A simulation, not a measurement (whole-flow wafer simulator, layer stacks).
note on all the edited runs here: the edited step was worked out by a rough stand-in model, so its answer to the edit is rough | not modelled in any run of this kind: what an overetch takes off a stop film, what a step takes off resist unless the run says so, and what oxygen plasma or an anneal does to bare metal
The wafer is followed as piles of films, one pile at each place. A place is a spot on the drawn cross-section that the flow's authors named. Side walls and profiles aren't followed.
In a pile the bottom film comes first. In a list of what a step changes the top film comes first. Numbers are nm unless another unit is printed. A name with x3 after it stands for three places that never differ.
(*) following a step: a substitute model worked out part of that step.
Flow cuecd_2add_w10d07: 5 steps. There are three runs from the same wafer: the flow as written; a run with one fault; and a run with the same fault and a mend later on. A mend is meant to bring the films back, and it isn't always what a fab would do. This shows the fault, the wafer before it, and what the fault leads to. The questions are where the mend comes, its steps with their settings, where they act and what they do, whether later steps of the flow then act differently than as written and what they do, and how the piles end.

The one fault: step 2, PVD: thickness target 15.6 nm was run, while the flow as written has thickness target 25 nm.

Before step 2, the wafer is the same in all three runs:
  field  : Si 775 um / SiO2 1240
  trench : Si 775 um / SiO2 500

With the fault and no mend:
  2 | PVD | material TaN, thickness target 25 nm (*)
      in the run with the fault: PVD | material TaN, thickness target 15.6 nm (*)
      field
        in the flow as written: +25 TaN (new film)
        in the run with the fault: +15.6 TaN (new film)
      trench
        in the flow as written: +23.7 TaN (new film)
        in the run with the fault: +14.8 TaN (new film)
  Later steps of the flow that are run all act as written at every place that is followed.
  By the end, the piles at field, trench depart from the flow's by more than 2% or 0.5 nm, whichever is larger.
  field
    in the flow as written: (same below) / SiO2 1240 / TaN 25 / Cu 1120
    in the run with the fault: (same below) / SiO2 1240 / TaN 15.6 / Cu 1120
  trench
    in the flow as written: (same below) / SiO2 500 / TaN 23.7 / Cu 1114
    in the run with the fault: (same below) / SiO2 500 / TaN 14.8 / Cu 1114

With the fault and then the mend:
  After step 2 comes the mend.
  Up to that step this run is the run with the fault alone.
  2a | PVD | material TaN, thickness target 9.4 nm (*) (the flow's step 2, run once more with other settings)
      field
        +9.4 TaN
      trench
        +8.89 TaN
  Later steps of the flow that are run all act as written at every place that is followed.
  At every place that both follow, the piles at the end match the flow's.
